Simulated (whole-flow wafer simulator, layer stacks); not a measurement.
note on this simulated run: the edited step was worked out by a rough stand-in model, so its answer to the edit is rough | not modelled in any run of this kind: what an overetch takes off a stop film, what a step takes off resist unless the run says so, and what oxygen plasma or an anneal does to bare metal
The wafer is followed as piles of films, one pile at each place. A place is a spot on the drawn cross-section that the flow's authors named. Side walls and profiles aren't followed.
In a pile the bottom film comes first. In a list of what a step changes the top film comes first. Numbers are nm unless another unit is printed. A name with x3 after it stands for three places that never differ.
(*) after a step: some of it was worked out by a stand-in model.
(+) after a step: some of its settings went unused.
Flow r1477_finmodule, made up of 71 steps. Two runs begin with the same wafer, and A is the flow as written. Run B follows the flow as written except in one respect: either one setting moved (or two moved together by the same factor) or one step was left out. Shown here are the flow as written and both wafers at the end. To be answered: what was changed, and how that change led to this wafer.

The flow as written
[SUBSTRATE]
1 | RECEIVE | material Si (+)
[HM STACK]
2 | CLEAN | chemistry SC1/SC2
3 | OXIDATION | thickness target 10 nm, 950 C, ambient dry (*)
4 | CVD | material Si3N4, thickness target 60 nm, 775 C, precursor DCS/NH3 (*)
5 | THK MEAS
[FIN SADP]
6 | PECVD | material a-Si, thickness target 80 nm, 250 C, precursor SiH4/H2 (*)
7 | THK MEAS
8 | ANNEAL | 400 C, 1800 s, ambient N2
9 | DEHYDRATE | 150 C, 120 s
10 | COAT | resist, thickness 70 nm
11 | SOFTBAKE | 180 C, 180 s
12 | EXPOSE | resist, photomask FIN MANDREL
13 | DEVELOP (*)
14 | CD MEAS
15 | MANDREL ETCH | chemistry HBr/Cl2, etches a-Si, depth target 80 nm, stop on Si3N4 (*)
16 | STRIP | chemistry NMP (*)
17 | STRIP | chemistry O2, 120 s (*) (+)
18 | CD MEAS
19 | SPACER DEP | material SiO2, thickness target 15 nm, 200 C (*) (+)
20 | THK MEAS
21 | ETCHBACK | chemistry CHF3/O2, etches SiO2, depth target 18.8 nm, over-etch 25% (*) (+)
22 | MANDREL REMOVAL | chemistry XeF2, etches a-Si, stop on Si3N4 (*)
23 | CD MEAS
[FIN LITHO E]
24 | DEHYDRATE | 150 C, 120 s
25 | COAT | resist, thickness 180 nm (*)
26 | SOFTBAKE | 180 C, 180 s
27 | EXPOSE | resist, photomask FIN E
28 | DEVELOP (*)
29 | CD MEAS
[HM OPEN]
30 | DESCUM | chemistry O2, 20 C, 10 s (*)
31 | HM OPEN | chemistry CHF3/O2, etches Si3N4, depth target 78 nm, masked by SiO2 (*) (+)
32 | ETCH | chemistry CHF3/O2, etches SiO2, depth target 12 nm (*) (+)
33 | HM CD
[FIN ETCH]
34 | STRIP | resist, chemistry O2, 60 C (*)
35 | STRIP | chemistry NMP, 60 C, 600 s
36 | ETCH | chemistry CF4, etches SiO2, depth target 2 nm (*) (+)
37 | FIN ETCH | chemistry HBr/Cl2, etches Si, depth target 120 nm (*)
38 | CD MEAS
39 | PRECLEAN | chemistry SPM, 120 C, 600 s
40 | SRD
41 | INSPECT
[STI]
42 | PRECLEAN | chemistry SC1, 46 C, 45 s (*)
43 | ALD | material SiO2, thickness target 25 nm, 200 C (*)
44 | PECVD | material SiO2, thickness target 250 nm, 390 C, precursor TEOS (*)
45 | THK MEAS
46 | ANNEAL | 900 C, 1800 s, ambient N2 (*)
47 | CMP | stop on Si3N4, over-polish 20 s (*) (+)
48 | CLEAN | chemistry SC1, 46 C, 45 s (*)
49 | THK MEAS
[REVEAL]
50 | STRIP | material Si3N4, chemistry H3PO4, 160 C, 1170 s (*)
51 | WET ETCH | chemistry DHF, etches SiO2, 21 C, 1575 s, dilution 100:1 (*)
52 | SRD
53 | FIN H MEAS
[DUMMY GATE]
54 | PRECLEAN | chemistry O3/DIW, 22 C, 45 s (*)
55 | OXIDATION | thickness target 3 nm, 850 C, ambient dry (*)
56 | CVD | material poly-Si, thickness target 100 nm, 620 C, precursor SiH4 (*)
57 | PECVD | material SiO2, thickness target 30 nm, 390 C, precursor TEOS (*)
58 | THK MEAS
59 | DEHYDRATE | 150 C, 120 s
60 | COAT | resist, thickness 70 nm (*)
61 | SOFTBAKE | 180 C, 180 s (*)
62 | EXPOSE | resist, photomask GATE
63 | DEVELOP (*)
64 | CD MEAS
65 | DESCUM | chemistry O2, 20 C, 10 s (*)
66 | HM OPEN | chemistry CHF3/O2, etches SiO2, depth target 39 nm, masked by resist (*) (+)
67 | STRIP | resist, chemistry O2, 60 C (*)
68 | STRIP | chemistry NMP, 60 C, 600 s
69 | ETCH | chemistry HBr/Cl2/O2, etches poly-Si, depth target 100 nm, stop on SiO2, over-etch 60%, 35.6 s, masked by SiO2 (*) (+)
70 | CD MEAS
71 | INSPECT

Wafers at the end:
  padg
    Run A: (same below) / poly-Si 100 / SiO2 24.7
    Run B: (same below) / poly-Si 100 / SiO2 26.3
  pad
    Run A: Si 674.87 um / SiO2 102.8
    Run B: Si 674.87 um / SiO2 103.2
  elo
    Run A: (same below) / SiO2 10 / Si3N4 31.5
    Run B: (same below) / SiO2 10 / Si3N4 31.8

Cause: step 69, ETCH: depth target 70 nm was run, whereas the flow has depth target 100 nm; step 69, ETCH: 24.9 s was run, where the flow has 35.6 s.

The path from the change to this, step by step:
  69 | ETCH | chemistry HBr/Cl2/O2, etches poly-Si, depth target 100 nm, stop on SiO2, over-etch 60%, 35.6 s, masked by SiO2 (*) (+)
      padg, elg, esg and 15 more: A SiO2 loses 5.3 | B SiO2 loses 3.71
